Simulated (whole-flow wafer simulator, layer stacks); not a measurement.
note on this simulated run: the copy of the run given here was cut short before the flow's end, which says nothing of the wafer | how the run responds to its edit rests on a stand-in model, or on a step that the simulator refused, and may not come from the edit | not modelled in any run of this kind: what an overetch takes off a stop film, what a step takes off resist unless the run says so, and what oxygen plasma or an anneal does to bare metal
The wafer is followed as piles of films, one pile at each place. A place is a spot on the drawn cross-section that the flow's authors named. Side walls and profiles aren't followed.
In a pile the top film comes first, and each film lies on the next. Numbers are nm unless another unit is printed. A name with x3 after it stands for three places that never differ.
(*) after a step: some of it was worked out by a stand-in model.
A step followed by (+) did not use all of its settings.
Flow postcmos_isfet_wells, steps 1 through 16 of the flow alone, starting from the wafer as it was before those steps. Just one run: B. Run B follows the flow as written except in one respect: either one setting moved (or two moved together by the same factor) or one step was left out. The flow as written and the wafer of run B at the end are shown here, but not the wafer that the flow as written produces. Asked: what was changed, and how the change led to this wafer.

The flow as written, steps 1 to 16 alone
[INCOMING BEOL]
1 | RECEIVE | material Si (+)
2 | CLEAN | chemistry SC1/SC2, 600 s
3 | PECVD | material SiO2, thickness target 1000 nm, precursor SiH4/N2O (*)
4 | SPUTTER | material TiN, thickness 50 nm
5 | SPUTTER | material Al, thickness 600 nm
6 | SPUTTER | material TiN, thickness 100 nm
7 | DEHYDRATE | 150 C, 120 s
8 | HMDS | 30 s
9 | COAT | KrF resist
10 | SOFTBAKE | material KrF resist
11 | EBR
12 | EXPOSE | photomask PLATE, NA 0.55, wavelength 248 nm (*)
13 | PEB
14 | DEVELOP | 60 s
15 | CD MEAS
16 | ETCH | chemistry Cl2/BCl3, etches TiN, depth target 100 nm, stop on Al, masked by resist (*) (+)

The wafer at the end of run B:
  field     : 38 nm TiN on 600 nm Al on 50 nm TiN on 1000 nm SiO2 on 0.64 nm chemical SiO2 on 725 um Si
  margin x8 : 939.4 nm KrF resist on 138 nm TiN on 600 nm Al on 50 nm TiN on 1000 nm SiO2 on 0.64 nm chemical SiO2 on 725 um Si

The reason: step 6, SPUTTER: thickness 138 nm was run, whereas the flow has thickness 100 nm.
The wafer itself shows it: margin x8 has TiN 138, and step 6 as written asks for 100 nm.

How this came from the change, step by step:
  6 | SPUTTER | material TiN, thickness 100 nm
      field, margin x8: +138 TiN (new film) (as written it would have been: +100 TiN (new film))
  16 | ETCH | chemistry Cl2/BCl3, etches TiN, depth target 100 nm, stop on Al, masked by resist (*) (+)
      field: -100 TiN (as written it would have been: -100 TiN (all of it))
